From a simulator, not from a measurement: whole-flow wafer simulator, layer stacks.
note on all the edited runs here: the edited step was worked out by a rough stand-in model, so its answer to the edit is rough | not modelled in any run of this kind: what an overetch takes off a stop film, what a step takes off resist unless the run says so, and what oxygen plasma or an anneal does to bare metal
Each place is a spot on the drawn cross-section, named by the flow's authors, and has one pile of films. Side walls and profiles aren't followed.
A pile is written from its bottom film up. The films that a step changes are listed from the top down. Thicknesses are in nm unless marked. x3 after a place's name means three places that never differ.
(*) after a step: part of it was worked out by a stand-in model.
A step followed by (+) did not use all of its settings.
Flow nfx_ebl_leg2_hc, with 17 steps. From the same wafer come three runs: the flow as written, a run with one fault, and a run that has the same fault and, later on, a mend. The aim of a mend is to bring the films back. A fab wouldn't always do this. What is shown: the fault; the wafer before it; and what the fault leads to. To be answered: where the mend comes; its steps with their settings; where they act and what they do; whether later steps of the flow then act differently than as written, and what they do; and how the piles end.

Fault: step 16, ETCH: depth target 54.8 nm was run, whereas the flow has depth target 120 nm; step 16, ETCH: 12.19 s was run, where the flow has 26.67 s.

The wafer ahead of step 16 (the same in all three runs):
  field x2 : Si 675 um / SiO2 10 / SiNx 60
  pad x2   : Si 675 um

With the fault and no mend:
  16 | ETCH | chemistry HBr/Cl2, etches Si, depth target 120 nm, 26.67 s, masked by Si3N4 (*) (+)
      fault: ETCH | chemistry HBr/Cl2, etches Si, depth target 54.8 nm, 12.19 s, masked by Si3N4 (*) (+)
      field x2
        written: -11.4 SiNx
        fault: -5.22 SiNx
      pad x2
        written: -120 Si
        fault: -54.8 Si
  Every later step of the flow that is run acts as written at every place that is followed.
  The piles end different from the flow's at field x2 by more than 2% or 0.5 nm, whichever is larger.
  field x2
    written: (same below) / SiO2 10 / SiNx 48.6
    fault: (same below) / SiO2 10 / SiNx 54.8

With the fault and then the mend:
  The mend follows step 17.
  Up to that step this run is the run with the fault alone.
  17a | ETCH | chemistry HBr/Cl2, etches Si, depth target 65.2 nm, 14.48 s, masked by Si3N4 (*) (+) (the flow's step 16, run once more with other settings)
      field x2
        -6.21 SiNx
      pad x2
        -65.2 Si
  Every later step of the flow that is run acts as written at every place that is followed.
  The piles end the same as the flow's at every place that both follow.
